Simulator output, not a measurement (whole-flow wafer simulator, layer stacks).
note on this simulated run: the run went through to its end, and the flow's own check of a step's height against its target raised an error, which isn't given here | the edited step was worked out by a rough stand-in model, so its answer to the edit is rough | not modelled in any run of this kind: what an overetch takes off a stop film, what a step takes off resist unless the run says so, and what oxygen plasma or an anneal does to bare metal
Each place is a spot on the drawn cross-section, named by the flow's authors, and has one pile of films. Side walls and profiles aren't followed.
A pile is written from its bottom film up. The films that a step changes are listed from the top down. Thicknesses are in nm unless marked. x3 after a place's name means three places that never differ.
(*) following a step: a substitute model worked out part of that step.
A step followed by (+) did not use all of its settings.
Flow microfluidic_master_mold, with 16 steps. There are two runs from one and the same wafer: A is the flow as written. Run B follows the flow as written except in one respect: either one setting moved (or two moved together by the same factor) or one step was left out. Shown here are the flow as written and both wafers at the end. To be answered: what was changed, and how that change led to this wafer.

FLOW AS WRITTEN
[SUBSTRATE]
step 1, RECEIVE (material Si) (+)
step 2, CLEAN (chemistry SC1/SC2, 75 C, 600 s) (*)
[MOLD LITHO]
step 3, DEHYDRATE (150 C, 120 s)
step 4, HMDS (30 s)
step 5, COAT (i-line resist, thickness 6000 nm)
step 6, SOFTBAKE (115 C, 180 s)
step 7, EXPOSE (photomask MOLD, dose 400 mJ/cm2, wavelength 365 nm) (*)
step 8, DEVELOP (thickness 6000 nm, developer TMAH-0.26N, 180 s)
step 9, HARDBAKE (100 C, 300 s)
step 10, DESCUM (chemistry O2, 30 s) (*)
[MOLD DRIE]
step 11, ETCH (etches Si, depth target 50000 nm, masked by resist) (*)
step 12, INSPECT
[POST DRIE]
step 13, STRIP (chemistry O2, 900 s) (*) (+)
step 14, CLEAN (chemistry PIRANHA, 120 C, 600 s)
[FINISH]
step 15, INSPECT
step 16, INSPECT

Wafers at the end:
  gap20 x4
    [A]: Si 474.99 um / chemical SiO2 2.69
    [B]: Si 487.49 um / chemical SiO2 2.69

Cause: step 11, ETCH: depth target 37500 nm was run, while the flow as written has depth target 50000 nm.

Step by step, how the change led to this:
  step 11, ETCH (etches Si, depth target 50000 nm, masked by resist) (*)
      gap20 x4: A chemical SiO2 loses 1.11 (all of it), Si loses 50 um | B chemical SiO2 loses 1.11 (all of it), Si loses 37.5 um
      ridge: A i-line resist loses 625 | B i-line resist loses 468.8
  step 13, STRIP (chemistry O2, 900 s) (*) (+)
      ridge: A i-line resist loses 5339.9 (all of it), chemical SiO2 gains 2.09, Si loses 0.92 | B i-line resist loses 5496.2 (all of it), chemical SiO2 gains 2.09, Si loses 0.92
